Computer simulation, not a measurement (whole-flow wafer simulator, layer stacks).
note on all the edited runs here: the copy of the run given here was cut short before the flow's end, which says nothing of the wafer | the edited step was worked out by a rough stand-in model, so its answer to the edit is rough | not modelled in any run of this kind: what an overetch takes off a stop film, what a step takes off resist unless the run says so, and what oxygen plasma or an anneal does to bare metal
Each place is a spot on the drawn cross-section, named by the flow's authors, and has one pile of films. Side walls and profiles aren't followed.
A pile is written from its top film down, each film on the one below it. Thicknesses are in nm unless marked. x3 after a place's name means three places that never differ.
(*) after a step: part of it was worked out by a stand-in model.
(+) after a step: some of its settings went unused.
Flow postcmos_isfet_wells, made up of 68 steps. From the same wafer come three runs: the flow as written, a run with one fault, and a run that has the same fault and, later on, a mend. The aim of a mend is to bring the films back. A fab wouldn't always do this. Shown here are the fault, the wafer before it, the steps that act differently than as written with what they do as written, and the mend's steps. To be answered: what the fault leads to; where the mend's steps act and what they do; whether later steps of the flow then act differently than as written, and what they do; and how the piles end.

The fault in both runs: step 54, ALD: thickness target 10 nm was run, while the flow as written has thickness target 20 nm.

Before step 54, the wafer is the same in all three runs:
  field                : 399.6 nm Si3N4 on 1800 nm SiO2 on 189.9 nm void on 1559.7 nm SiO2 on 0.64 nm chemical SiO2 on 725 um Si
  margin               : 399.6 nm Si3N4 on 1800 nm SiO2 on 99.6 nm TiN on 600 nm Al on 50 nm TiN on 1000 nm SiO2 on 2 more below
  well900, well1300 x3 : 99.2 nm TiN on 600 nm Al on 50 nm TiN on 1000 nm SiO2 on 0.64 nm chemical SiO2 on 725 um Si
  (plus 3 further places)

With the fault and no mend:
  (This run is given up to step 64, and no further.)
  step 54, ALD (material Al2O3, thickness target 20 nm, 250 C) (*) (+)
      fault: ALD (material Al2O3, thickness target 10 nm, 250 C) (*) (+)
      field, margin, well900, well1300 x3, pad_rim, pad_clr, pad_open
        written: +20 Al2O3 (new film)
        fault: +10 Al2O3 (new film)
  Every later step of the flow up to step 64 that is run acts as written, at every place that is followed, to within 2% or 0.5 nm, whichever is larger.
  After step 64, at field, margin, pad_rim, pad_clr, pad_open, the piles differ from the flow's by more than 2% or 0.5 nm, whichever is larger.
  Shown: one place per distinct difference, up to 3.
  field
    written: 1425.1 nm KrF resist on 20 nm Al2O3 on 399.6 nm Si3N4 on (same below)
    fault: 1400.9 nm KrF resist on 10 nm Al2O3 on 399.6 nm Si3N4 on (same below)
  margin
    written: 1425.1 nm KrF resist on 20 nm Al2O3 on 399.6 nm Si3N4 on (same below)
    fault: 1400.8 nm KrF resist on 10 nm Al2O3 on 399.6 nm Si3N4 on (same below)
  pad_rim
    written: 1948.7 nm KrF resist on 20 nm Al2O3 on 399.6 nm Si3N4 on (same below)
    fault: 1947.3 nm KrF resist on 10 nm Al2O3 on 399.6 nm Si3N4 on (same below)

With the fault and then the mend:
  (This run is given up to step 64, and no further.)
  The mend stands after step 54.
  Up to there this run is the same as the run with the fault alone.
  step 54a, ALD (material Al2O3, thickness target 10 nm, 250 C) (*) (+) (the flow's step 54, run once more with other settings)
      field, margin, well900, well1300 x3, pad_rim, pad_clr, pad_open
        +10 Al2O3
  Every later step of the flow up to step 64 that is run acts as written at every place that is followed.
  The piles after step 64 are the same as the flow's at every place that both follow.
